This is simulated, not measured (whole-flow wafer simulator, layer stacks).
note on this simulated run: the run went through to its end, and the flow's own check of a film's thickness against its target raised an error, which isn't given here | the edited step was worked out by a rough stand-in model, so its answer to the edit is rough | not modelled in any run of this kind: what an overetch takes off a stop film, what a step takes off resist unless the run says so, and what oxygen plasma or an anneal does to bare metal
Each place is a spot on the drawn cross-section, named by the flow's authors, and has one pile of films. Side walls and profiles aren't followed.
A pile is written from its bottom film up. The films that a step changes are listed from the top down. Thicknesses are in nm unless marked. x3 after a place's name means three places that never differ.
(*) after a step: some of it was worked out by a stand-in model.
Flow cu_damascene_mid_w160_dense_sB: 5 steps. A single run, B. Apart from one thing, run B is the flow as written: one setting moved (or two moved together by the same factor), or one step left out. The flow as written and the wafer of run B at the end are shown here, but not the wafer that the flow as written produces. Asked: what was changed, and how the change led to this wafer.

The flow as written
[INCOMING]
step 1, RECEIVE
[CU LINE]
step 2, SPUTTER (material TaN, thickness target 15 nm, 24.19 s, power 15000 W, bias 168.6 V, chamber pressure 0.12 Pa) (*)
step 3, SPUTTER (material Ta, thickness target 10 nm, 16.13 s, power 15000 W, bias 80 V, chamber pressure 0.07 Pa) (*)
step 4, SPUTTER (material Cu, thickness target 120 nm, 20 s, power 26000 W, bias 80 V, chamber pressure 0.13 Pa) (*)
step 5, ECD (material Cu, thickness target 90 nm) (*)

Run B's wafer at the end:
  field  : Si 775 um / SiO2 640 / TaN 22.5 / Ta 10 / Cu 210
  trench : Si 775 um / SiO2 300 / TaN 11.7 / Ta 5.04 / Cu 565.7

What caused this: step 2, SPUTTER: thickness target 22.5 nm was run, though the flow has thickness target 15 nm.
The wafer itself shows it: field has TaN 22.5, and step 2 as written asks for 15 nm.

How this came from the change, step by step:
  step 2, SPUTTER (material TaN, thickness target 15 nm, 24.19 s, power 15000 W, bias 168.6 V, chamber pressure 0.12 Pa) (*)
      field: TaN gains 22.5 (new film) (in the flow as written it would be: TaN gains 15 (new film))
      trench: TaN gains 11.7 (new film) (in the flow as written it would be: TaN gains 7.82 (new film))
